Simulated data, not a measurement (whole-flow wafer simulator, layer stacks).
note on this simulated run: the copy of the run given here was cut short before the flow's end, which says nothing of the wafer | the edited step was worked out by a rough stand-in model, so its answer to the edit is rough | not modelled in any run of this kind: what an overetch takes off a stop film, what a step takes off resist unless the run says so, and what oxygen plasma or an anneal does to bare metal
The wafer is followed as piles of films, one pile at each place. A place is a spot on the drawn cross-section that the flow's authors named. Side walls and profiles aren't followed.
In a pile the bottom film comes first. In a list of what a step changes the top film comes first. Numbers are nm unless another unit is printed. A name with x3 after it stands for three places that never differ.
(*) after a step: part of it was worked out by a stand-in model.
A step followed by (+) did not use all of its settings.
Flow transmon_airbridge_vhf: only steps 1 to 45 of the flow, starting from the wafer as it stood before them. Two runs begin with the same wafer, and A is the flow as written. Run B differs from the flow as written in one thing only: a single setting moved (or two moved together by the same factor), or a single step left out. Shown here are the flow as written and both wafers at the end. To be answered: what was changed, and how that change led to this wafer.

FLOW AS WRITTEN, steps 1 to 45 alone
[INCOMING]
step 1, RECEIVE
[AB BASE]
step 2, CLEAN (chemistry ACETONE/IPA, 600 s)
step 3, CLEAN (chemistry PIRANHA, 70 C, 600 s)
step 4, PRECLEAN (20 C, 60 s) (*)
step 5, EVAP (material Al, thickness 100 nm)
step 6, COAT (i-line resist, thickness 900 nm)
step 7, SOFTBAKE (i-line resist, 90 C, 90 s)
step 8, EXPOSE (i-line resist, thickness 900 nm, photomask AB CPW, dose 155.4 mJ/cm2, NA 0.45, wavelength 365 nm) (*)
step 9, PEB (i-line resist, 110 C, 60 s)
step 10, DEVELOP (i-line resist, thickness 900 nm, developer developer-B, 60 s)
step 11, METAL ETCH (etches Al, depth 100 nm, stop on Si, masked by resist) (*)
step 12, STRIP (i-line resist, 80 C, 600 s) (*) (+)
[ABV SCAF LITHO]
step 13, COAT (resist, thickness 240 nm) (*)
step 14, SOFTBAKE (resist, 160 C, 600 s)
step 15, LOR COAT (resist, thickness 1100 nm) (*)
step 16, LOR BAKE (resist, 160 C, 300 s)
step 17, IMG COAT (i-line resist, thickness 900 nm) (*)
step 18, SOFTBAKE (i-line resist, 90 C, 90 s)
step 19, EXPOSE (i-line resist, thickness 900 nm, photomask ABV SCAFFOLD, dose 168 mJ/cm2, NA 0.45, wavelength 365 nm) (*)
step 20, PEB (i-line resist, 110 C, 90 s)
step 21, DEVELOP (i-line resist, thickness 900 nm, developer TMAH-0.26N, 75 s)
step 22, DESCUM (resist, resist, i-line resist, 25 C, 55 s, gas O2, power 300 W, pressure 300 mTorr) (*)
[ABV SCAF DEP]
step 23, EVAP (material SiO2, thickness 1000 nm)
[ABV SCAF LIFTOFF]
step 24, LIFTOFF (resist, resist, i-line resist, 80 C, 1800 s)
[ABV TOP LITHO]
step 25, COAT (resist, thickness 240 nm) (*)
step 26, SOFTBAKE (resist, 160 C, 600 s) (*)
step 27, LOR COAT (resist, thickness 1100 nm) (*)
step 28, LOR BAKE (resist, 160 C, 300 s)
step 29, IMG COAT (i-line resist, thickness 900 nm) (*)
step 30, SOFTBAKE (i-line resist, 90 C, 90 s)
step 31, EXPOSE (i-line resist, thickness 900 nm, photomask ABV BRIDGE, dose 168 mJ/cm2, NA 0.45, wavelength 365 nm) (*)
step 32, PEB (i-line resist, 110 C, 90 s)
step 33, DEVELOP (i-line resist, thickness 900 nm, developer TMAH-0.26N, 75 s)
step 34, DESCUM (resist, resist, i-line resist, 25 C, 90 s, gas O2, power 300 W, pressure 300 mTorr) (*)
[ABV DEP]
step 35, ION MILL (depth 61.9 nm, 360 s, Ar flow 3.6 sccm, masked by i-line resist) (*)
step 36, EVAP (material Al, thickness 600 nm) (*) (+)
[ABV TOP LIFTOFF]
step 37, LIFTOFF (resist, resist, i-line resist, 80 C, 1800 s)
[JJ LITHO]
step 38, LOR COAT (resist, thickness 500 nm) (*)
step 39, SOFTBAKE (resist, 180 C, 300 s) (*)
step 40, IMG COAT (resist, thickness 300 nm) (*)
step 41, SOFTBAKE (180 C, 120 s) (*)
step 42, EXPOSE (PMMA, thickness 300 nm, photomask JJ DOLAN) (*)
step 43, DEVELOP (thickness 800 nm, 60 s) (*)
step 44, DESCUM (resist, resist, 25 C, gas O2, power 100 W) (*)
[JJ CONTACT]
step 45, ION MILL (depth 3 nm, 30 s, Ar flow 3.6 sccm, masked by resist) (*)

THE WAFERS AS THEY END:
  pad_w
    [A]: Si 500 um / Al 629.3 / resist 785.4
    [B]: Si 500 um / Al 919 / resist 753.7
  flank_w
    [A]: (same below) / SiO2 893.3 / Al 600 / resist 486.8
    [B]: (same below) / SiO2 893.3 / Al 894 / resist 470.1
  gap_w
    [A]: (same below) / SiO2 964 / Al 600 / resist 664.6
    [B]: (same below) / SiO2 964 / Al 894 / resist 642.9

What caused this: step 36, EVAP: thickness 894 nm was run, whereas the flow has thickness 600 nm.
The wafer lets one read it off: flank_w has Al 894, and step 36 as written asks for 600 nm.

How this came from the change, step by step:
  step 36, EVAP (material Al, thickness 600 nm) (*) (+)
      field x3, jj_line, ground_far and 10 more: A +600 Al (new film) | B +894 Al (new film)
      pad_w, pad_e: A +591.2 Al | B +880.9 Al
  step 37, LIFTOFF (resist, resist, i-line resist, 80 C, 1800 s)
      field x3, jj_line, trace_open_s x2: A -600 Al (all of it), -600 i-line resist (all of it), -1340 resist (all of it) | B -894 Al (all of it), -600 i-line resist (all of it), -1340 resist (all of it)
      margin_s, margin_n: A -600 Al (all of it), -318.3 i-line resist (all of it), -992 resist (all of it) | B -894 Al (all of it), -318.3 i-line resist (all of it), -992 resist (all of it)
      (and at 1 other place as well)
  step 38, LOR COAT (resist, thickness 500 nm) (*)
      pad_w, pad_e: A +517 resist (new film) | B +497.1 resist (new film)
      flank_w, flank_e: A +306.5 resist (new film) | B +299.3 resist (new film)
      (and at 6 other places as well)
  step 40, IMG COAT (resist, thickness 300 nm) (*)
      pad_w, pad_e: A +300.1 resist | B +288.3 resist
      flank_w, flank_e: A +212.1 resist | B +202.6 resist
      (and at 6 other places as well)
